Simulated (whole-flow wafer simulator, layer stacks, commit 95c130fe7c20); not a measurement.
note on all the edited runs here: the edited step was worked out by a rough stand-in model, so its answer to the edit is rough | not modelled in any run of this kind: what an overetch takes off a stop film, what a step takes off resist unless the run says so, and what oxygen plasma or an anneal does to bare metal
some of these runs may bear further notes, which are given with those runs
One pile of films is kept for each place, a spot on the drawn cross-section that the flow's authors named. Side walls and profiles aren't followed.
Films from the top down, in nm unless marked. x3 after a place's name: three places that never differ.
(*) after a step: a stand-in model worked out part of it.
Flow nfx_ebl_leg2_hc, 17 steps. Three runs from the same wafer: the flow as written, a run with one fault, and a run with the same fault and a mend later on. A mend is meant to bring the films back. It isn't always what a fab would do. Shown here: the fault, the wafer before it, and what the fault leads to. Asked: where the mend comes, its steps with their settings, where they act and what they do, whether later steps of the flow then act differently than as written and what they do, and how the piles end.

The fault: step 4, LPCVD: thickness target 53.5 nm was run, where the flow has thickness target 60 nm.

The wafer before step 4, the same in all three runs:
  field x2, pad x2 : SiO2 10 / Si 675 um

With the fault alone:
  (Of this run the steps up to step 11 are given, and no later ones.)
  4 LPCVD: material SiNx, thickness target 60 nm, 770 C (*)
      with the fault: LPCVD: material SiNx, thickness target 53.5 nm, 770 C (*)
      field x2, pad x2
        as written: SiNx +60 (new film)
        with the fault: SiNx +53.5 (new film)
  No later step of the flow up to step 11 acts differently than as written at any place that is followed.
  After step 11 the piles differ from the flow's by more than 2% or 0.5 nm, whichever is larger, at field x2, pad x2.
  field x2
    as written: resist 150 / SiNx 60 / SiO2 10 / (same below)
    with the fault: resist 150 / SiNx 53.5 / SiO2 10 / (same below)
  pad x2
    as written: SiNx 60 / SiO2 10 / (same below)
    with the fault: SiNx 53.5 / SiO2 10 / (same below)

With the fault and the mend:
  The mend comes after step 5.
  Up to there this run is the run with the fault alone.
  5a LPCVD: material SiNx, thickness target 6.5 nm, 770 C (*) (the flow's step 4 once more, with other settings)
      field x2, pad x2
        SiNx +6.5
  No later step of the flow acts differently than as written at any place that is followed.
  At the end the piles are the same as the flow's at every place that both follow.
